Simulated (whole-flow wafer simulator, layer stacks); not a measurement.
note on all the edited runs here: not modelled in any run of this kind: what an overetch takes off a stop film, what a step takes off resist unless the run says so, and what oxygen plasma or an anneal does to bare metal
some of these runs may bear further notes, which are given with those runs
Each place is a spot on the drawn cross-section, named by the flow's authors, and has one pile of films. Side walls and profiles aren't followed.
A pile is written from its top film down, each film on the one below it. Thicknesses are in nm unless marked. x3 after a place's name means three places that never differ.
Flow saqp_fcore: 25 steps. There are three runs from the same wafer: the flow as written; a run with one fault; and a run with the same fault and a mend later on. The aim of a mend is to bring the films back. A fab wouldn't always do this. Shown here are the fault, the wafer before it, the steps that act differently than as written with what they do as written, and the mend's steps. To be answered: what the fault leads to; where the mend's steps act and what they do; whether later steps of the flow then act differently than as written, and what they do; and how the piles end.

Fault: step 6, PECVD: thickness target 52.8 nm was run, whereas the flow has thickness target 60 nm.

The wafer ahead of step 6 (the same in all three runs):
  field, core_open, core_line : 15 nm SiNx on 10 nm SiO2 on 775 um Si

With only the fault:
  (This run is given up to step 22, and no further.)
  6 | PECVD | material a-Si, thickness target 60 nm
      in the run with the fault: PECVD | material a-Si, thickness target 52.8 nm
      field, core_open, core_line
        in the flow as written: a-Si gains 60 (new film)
        in the run with the fault: a-Si gains 52.8 (new film)
  Every later step of the flow up to step 22 that is run acts as written at every place that is followed.
  After step 22, at field, core_open, core_line, the piles differ from the flow's by more than 2% or 0.5 nm, whichever is larger.
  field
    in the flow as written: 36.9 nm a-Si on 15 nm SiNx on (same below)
    in the run with the fault: 29.7 nm a-Si on 15 nm SiNx on (same below)
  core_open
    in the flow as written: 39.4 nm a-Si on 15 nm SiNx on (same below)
    in the run with the fault: 32.2 nm a-Si on 15 nm SiNx on (same below)
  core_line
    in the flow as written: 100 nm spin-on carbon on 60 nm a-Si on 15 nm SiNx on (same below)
    in the run with the fault: 100 nm spin-on carbon on 52.8 nm a-Si on 15 nm SiNx on (same below)

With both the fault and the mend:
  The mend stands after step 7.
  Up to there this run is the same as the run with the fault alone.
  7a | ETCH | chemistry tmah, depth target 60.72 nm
      field, core_open, core_line
        a-Si loses 52.8 (all of it)
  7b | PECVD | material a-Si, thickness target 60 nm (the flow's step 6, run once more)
      field, core_open, core_line
        a-Si gains 60 (new film)
  Every later step of the flow that is run acts as written at every place that is followed.
  By the end, the piles equal the flow's at every place that both follow.
